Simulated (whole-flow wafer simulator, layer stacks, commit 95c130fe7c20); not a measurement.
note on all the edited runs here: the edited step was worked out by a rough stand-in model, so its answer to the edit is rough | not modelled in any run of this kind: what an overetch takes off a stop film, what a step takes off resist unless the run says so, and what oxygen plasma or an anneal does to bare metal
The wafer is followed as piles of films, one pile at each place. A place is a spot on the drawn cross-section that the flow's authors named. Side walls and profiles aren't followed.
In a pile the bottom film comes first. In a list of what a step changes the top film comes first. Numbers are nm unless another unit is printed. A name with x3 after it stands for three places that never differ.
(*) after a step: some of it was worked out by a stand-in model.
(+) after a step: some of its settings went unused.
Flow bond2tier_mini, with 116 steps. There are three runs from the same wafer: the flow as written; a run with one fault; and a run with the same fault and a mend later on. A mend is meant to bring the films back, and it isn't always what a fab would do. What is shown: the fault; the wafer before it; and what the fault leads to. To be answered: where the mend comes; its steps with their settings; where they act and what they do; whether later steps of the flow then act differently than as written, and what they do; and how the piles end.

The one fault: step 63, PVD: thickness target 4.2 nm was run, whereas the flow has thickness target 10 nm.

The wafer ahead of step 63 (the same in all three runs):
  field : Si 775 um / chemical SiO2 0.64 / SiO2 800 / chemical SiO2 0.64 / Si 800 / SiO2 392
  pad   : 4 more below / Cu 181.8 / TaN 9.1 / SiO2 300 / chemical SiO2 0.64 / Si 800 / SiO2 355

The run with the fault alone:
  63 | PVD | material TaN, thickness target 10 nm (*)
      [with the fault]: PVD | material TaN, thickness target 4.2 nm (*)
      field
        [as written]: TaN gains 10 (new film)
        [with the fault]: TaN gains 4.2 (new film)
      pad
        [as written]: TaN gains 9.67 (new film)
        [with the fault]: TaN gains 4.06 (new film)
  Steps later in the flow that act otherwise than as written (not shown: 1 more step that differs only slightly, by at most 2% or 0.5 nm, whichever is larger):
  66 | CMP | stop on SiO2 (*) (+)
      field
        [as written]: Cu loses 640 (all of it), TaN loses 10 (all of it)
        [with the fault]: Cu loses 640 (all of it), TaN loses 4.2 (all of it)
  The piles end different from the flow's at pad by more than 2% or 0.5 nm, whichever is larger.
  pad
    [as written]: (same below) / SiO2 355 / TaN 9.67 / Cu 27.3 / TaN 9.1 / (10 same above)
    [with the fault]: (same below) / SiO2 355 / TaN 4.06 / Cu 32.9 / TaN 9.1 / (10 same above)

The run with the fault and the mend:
  The mend follows step 63.
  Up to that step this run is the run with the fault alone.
  63a | PVD | material TaN, thickness target 5.8 nm (*) (the flow's step 63 again, with other settings)
      field
        TaN gains 5.8
      pad
        TaN gains 5.6
  Every later step of the flow that is run acts as written at every place that is followed.
  The piles end only slightly different from the flow's at the places that both follow, by no more than 2% or 0.5 nm, whichever is larger.
